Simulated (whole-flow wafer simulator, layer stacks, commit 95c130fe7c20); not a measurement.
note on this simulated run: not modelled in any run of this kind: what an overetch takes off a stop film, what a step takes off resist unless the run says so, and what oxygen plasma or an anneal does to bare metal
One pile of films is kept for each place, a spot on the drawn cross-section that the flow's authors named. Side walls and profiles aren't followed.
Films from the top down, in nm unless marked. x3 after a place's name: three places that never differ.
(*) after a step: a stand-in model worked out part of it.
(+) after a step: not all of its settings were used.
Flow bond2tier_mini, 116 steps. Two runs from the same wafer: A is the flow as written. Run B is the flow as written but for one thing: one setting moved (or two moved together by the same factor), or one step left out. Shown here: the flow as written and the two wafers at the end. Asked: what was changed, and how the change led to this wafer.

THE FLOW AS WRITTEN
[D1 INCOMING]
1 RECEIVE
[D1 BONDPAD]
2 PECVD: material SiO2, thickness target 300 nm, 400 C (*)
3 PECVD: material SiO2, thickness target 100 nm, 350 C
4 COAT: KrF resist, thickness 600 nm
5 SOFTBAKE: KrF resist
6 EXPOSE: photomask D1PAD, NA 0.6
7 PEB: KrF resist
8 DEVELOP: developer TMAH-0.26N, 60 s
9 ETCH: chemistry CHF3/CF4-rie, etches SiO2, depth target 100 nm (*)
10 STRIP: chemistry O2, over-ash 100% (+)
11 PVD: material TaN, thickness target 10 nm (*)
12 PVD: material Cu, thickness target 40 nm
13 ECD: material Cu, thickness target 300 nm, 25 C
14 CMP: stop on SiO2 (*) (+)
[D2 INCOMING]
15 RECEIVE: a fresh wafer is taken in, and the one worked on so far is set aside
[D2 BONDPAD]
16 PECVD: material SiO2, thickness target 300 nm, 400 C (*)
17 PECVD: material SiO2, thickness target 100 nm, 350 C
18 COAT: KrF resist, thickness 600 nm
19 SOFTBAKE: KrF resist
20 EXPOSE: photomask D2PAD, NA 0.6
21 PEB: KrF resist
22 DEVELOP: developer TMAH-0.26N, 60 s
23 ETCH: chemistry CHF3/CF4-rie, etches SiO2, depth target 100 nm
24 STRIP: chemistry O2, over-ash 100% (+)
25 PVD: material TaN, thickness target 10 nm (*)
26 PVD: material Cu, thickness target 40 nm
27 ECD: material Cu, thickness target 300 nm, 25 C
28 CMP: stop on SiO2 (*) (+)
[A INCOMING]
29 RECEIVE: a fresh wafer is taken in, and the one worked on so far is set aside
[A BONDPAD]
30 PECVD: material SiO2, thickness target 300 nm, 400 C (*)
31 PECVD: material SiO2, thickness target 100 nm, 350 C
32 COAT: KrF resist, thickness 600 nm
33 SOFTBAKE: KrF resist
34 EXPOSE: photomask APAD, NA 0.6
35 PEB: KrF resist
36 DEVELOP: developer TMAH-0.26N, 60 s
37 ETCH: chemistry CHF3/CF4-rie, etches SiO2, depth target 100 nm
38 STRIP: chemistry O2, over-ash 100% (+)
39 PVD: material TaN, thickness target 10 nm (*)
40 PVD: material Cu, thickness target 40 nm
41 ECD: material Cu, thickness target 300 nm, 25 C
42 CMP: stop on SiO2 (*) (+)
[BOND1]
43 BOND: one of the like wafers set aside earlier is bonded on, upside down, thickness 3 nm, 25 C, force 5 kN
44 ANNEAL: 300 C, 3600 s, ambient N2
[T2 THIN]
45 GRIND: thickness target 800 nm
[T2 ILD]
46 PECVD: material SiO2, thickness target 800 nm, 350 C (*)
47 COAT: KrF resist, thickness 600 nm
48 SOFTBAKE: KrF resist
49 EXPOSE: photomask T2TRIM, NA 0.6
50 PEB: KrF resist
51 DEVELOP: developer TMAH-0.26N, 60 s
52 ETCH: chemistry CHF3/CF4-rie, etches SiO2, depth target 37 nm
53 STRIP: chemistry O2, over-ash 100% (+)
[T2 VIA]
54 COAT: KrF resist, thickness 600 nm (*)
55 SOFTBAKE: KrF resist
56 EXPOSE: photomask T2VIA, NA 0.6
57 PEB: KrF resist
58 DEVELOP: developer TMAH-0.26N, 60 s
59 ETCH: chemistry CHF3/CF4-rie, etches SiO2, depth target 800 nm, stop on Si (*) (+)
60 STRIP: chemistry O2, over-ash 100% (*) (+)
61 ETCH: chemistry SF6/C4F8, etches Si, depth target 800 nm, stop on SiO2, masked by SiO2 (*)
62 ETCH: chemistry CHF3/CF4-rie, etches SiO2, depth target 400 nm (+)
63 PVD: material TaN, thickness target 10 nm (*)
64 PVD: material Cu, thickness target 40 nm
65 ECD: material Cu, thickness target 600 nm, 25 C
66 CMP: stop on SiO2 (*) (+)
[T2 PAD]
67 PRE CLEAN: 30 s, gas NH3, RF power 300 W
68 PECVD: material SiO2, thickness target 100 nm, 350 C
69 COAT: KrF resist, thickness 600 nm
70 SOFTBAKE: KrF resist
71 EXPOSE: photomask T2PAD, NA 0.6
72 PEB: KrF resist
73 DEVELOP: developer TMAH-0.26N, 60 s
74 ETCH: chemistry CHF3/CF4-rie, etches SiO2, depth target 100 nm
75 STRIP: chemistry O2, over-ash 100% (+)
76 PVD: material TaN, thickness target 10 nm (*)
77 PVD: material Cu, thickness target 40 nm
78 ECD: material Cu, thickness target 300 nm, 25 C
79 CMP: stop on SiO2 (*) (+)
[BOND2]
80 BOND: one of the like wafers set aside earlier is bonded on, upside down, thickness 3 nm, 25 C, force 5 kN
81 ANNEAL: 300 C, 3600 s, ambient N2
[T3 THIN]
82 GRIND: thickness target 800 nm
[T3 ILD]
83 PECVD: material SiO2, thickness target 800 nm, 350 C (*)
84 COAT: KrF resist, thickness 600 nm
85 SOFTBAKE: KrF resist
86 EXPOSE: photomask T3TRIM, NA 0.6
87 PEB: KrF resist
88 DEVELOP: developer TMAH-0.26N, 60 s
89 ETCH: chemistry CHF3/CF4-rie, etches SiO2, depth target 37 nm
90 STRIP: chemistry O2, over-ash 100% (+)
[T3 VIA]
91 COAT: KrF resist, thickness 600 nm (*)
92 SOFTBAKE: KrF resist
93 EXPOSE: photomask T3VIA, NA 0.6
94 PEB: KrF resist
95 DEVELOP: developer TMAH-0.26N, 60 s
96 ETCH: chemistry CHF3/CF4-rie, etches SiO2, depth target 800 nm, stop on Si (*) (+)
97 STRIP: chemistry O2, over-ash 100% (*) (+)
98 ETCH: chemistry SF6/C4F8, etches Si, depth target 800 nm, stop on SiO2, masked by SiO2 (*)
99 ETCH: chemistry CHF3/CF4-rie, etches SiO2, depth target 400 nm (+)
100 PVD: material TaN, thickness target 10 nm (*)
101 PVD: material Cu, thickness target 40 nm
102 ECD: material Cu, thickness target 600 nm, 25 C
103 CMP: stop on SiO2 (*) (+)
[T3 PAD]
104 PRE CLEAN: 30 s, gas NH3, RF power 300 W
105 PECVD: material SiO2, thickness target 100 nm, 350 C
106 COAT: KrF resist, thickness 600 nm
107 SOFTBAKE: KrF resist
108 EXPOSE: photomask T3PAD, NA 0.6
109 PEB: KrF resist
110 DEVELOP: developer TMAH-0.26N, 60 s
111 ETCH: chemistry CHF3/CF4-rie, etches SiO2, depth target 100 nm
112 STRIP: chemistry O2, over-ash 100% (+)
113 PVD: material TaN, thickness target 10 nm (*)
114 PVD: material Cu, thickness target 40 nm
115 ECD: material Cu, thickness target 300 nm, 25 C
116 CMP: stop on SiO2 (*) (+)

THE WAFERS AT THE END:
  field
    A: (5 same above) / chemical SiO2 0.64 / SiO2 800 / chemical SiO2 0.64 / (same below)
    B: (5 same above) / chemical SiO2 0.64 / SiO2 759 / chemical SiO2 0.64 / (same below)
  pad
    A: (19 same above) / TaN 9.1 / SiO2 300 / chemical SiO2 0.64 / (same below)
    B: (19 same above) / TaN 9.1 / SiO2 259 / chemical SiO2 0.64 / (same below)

The cause: step 31, PECVD: thickness target 59 nm was run, where the flow has thickness target 100 nm.

How the change led to this, step by step:
  31 PECVD: material SiO2, thickness target 100 nm, 350 C
      field, pad, via: A SiO2 +100 | B SiO2 +59
